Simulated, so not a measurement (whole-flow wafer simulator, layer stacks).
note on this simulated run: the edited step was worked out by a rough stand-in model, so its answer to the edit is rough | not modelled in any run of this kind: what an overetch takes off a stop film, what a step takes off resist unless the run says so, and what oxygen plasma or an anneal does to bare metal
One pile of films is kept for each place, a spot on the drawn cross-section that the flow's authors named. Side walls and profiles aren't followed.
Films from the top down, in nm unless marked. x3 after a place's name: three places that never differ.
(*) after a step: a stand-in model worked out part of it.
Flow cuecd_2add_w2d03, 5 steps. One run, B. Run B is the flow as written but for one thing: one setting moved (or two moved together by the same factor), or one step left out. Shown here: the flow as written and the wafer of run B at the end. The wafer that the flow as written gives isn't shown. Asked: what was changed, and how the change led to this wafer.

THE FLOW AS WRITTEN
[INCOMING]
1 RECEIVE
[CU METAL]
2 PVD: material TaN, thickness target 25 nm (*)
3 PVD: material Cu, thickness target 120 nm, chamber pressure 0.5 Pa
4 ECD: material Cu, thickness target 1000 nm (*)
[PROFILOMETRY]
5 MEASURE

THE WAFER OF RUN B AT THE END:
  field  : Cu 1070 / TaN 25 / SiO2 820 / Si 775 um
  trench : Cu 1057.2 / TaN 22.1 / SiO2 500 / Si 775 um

The cause: step 4, ECD: thickness target 950 nm was run, where the flow has thickness target 1000 nm.

How the change led to this, step by step:
  4 ECD: material Cu, thickness target 1000 nm (*)
      field, trench: Cu +950 (as written it would be: Cu +1000)
